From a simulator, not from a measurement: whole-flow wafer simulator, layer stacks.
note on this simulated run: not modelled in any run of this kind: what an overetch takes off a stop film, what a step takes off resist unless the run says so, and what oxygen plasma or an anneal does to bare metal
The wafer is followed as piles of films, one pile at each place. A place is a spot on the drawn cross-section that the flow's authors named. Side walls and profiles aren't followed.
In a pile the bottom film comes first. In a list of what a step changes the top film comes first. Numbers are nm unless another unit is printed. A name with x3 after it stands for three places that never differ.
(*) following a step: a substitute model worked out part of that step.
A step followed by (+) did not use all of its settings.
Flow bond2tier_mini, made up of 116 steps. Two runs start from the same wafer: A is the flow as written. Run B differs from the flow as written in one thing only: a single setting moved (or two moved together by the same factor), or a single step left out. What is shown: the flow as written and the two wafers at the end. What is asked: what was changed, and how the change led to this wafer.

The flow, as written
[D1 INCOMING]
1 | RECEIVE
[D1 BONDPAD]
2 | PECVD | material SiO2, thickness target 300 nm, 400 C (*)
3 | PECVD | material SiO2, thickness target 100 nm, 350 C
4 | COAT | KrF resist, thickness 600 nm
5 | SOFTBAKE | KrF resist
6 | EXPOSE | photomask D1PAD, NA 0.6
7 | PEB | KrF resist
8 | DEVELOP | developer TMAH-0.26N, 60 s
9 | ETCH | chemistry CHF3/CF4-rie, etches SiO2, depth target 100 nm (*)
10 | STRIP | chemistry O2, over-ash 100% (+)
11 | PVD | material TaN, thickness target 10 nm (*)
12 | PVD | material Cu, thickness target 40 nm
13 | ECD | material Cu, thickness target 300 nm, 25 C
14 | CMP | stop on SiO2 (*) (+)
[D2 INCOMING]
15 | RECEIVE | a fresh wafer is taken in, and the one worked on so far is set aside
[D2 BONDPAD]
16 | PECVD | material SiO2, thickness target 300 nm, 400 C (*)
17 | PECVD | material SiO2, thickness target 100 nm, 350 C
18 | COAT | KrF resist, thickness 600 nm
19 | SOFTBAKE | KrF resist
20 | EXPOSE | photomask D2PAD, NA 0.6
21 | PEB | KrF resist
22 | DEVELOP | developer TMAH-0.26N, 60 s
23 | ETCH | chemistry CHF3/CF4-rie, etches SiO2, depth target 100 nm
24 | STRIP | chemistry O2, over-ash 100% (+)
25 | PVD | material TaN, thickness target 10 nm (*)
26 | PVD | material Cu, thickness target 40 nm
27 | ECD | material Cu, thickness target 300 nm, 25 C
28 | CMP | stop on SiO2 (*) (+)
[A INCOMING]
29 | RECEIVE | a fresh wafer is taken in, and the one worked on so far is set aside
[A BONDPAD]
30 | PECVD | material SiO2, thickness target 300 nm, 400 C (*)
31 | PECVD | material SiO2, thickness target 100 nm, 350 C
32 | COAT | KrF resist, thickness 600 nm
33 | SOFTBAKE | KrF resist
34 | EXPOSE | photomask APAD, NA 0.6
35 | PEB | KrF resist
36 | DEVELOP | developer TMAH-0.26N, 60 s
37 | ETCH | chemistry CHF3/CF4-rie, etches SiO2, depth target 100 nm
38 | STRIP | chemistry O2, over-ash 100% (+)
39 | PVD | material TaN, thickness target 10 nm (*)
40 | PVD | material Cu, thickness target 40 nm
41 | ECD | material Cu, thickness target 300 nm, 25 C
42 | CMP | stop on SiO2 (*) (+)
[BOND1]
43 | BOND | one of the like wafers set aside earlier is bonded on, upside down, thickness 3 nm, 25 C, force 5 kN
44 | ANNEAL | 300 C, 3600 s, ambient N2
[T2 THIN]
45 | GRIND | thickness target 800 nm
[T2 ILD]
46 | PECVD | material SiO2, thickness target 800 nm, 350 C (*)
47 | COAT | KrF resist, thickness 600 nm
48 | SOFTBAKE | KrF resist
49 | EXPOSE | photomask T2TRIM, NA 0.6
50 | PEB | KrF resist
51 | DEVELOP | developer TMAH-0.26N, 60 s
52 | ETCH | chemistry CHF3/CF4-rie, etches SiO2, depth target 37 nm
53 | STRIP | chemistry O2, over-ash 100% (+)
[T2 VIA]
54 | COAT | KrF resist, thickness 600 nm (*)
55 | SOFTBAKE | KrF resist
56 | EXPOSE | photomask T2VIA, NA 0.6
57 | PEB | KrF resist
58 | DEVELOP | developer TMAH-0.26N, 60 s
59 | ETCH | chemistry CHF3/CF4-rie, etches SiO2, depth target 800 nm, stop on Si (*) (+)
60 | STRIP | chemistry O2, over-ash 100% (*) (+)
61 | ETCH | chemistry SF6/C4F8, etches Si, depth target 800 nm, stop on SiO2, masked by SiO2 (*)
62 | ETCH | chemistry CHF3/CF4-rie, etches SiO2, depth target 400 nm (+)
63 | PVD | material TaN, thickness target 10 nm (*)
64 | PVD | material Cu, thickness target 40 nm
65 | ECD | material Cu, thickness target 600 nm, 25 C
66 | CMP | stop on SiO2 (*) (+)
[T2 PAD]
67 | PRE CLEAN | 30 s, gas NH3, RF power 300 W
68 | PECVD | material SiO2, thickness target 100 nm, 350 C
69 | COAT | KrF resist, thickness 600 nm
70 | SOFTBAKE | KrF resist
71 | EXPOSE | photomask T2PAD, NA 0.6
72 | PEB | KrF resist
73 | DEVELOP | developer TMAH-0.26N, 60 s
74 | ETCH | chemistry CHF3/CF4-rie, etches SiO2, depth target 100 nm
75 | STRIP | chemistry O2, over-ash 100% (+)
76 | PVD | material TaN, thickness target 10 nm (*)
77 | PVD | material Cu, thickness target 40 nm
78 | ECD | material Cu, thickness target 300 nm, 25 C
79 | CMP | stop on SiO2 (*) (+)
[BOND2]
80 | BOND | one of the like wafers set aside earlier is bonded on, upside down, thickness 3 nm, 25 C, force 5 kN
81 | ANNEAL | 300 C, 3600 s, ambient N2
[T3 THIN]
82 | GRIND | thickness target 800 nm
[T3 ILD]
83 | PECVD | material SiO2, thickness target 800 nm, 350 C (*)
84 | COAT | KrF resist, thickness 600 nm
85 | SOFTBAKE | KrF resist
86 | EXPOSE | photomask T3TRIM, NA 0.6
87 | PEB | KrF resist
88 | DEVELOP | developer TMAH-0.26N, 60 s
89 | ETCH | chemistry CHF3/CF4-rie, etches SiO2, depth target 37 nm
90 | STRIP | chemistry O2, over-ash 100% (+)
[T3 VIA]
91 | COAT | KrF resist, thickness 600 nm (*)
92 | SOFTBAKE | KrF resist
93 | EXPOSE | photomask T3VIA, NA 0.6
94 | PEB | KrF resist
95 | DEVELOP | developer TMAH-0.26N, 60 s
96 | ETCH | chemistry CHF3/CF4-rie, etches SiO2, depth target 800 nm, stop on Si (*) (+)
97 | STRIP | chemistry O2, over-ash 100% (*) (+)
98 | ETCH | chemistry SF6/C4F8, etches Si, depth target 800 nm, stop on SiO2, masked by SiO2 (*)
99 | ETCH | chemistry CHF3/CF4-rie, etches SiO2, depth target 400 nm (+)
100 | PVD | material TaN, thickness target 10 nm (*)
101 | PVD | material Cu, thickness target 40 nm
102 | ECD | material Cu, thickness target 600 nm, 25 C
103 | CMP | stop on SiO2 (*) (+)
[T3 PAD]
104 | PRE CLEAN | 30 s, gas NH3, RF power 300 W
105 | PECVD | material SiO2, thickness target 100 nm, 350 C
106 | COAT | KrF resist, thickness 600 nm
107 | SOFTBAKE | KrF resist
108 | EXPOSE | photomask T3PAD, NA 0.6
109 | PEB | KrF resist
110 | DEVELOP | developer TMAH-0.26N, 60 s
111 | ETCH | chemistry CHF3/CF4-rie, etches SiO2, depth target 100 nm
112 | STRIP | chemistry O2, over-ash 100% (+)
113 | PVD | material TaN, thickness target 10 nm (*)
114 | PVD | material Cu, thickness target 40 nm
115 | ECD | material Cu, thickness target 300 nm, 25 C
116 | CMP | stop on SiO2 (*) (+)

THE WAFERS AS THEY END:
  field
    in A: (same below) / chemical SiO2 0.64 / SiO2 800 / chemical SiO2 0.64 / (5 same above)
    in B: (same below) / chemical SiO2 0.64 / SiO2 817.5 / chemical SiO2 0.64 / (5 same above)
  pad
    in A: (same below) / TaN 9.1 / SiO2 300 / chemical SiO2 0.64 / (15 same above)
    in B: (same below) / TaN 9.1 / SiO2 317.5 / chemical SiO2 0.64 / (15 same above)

The reason: step 3, PECVD: thickness target 117.5 nm was run, while the flow as written has thickness target 100 nm.

The path from the change to this, step by step:
  3 | PECVD | material SiO2, thickness target 100 nm, 350 C
      field, pad, via: A +100 SiO2 | B +117.5 SiO2
  43 | BOND | one of the like wafers set aside earlier is bonded on, upside down, thickness 3 nm, 25 C, force 5 kN
      field: A +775 um Si (new film), +0.64 chemical SiO2 (new film), +400 SiO2 | B +775 um Si (new film), +0.64 chemical SiO2 (new film), +417.5 SiO2
      pad: A +775 um Si (new film), +0.64 chemical SiO2 (new film), +300 SiO2 (new film), +9.1 TaN (new film), +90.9 Cu | B +775 um Si (new film), +0.64 chemical SiO2 (new film), +317.5 SiO2 (new film), +9.1 TaN (new film), +90.9 Cu
      (as well as at 1 more place)
